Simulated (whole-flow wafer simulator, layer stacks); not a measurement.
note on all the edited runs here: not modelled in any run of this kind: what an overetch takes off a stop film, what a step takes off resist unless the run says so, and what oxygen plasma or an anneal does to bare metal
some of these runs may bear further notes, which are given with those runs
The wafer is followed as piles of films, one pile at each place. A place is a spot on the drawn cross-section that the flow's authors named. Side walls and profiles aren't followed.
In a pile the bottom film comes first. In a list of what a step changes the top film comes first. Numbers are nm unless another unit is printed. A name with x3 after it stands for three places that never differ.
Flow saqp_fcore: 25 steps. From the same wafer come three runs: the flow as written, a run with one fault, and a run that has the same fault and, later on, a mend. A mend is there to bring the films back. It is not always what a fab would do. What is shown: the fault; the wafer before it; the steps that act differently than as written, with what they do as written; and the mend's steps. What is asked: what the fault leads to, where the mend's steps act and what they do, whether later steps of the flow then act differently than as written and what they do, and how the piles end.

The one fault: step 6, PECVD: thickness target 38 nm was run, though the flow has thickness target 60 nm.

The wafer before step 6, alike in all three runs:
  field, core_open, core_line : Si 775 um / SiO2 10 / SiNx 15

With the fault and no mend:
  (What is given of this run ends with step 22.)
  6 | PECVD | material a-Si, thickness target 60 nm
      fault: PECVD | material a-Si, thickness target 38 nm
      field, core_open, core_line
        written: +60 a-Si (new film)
        fault: +38 a-Si (new film)
  Later steps of the flow up to step 22 that are run all act as written at every place that is followed.
  After step 22, at field, core_open, core_line, the piles differ from the flow's by more than 2% or 0.5 nm, whichever is larger.
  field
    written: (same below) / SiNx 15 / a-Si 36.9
    fault: (same below) / SiNx 15 / a-Si 14.9
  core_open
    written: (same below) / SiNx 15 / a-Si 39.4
    fault: (same below) / SiNx 15 / a-Si 17.4
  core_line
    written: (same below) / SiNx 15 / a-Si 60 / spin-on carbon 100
    fault: (same below) / SiNx 15 / a-Si 38 / spin-on carbon 100

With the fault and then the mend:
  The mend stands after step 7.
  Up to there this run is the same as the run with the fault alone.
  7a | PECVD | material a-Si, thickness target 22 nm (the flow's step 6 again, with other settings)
      field, core_open, core_line
        +22 a-Si
  Later steps of the flow that are run all act as written at every place that is followed.
  By the end, the piles equal the flow's at every place that both follow.
